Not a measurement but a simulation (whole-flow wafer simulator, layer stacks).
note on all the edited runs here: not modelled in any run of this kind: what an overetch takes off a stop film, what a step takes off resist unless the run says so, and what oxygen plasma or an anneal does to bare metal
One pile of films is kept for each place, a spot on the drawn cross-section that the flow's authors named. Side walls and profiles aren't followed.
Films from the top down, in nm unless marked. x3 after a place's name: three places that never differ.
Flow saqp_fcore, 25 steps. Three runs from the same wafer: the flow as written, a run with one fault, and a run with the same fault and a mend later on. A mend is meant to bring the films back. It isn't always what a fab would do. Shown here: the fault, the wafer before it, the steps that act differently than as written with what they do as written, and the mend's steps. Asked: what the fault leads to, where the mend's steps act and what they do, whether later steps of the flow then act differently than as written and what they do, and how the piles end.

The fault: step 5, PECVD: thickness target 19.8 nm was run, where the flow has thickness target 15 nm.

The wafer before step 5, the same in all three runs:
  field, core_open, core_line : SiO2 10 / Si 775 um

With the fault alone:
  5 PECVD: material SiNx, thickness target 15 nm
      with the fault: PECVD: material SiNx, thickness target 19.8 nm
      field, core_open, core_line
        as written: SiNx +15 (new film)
        with the fault: SiNx +19.8 (new film)
  No later step of the flow acts differently than as written at any place that is followed.
  At the end the piles differ from the flow's by more than 2% or 0.5 nm, whichever is larger, at field, core_open, core_line.
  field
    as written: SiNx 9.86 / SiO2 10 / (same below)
    with the fault: SiNx 14.7 / SiO2 10 / (same below)
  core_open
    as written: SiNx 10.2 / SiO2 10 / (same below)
    with the fault: SiNx 15 / SiO2 10 / (same below)
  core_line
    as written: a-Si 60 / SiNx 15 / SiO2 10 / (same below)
    with the fault: a-Si 60 / SiNx 19.8 / SiO2 10 / (same below)

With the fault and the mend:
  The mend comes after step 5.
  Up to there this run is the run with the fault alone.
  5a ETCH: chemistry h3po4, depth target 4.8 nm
      field, core_open, core_line
        SiNx -4.8
  No later step of the flow acts differently than as written at any place that is followed.
  At the end the piles are the same as the flow's at every place that both follow.
